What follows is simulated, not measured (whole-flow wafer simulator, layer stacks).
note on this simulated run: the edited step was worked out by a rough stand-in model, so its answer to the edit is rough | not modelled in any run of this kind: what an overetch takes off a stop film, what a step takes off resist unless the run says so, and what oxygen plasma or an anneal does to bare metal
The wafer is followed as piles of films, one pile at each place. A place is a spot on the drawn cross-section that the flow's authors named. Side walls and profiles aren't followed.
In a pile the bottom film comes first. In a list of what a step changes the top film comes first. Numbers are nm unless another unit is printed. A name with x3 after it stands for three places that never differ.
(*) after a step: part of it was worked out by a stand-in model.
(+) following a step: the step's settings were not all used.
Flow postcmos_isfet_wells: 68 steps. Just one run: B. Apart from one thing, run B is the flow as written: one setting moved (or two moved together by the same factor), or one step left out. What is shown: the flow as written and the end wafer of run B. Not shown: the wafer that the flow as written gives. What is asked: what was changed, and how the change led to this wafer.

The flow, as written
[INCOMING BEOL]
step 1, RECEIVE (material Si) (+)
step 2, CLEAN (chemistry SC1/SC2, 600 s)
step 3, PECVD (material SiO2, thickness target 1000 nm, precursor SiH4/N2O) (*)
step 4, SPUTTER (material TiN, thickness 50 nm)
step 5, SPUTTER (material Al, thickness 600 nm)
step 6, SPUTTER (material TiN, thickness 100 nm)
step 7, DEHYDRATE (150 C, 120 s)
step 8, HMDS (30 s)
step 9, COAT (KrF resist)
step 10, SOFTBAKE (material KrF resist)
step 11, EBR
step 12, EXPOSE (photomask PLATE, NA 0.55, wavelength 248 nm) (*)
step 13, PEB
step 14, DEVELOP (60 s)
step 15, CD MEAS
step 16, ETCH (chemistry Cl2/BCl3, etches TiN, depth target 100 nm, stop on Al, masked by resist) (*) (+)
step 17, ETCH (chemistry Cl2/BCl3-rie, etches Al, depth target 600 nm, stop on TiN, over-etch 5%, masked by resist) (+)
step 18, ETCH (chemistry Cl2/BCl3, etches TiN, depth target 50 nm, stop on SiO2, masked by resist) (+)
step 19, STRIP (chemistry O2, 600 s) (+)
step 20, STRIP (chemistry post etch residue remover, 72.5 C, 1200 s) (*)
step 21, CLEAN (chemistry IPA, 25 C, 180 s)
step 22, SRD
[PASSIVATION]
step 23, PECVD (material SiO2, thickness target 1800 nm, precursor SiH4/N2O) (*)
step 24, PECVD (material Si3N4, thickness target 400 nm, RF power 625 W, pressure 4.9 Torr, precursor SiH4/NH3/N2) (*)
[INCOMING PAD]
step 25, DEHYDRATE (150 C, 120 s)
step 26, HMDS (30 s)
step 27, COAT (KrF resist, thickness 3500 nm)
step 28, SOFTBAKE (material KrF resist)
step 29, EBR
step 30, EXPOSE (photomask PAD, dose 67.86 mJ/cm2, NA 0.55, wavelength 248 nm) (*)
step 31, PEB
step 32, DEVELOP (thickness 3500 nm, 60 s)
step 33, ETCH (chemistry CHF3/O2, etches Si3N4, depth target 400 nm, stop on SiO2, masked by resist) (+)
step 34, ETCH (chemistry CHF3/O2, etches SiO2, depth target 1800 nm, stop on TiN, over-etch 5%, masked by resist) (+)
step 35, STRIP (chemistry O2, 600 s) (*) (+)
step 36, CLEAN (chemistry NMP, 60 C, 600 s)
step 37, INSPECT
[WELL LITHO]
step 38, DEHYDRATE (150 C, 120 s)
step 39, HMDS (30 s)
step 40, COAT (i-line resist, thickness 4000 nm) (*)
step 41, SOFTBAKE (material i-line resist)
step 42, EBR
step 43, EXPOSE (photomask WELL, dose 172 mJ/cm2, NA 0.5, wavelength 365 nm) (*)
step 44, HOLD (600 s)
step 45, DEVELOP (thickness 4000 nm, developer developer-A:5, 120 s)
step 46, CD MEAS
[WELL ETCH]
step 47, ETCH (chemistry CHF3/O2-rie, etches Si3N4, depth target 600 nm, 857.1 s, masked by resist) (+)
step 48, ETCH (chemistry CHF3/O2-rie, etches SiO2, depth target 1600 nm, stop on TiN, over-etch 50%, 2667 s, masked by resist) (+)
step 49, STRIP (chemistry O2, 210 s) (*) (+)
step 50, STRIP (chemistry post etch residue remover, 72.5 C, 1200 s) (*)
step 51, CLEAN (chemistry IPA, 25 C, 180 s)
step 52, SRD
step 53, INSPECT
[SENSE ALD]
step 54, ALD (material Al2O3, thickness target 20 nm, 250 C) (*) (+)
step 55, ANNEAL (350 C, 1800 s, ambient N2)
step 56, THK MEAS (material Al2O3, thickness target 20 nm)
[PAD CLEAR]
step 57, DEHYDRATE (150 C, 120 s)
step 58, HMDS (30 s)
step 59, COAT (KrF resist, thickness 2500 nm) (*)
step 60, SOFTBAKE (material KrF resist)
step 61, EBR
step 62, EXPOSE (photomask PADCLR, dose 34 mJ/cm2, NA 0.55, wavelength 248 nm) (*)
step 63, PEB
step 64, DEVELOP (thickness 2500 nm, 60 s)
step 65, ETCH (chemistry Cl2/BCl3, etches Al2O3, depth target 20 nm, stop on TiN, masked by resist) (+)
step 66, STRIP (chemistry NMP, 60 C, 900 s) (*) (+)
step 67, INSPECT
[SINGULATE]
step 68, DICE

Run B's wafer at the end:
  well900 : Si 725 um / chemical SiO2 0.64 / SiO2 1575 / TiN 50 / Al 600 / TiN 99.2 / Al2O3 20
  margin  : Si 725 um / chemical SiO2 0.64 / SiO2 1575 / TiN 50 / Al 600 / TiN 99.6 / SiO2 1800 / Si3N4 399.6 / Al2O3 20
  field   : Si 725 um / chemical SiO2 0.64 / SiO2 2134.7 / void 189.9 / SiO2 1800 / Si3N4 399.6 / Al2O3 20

Cause: step 3, PECVD: thickness target 1575 nm was run, while the flow as written has thickness target 1000 nm.
The wafer lets one read it off: well900 has SiO2 1575, and step 3 as written asks for 1000 nm.

How this came from the change, step by step:
  step 3, PECVD (material SiO2, thickness target 1000 nm, precursor SiH4/N2O) (*)
      field, margin, well900, well1300 x3, pad_rim, pad_clr, pad_open: SiO2 gains 1575 (new film) (in the flow as written it would be: SiO2 gains 1000 (new film))
